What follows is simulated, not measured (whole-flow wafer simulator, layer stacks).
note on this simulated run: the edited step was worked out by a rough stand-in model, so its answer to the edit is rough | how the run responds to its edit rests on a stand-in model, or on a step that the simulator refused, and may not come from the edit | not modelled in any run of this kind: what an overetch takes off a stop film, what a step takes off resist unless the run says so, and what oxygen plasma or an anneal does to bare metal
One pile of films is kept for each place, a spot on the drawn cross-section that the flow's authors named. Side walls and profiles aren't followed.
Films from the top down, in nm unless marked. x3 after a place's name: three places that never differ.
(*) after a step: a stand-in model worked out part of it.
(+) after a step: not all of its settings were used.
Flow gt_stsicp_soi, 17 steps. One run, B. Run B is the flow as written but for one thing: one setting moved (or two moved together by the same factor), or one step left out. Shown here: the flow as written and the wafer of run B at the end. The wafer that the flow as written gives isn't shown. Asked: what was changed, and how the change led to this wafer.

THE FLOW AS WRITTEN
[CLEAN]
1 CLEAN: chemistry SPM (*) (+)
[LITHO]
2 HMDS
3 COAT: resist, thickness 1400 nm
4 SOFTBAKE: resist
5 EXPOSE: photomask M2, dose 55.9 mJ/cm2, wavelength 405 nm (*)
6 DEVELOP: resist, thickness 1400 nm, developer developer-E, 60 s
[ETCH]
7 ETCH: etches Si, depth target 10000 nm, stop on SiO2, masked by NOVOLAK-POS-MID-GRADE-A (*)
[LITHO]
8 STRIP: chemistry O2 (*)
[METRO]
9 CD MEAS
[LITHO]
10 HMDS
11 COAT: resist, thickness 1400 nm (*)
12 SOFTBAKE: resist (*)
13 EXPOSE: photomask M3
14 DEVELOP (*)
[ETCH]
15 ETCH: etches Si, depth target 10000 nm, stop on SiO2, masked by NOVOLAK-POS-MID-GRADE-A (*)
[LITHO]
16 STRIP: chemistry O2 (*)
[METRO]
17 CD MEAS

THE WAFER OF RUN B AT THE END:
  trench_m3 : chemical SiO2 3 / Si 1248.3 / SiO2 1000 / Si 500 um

The cause: step 15, ETCH: depth target 8750 nm was run, where the flow has depth target 10000 nm.

How the change led to this, step by step:
  15 ETCH: etches Si, depth target 10000 nm, stop on SiO2, masked by NOVOLAK-POS-MID-GRADE-A (*)
      trench_m3: chemical SiO2 -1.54 (all of it), Si -8750 (as written it would be: chemical SiO2 -1.54 (all of it), Si -9999.6 (all of it))
      field, trench_m2: resist -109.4 (as written it would be: resist -125)
  16 STRIP: chemistry O2 (*)
      trench_m3: chemical SiO2 +3 (new film), Si -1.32 (as written it would be: nothing)
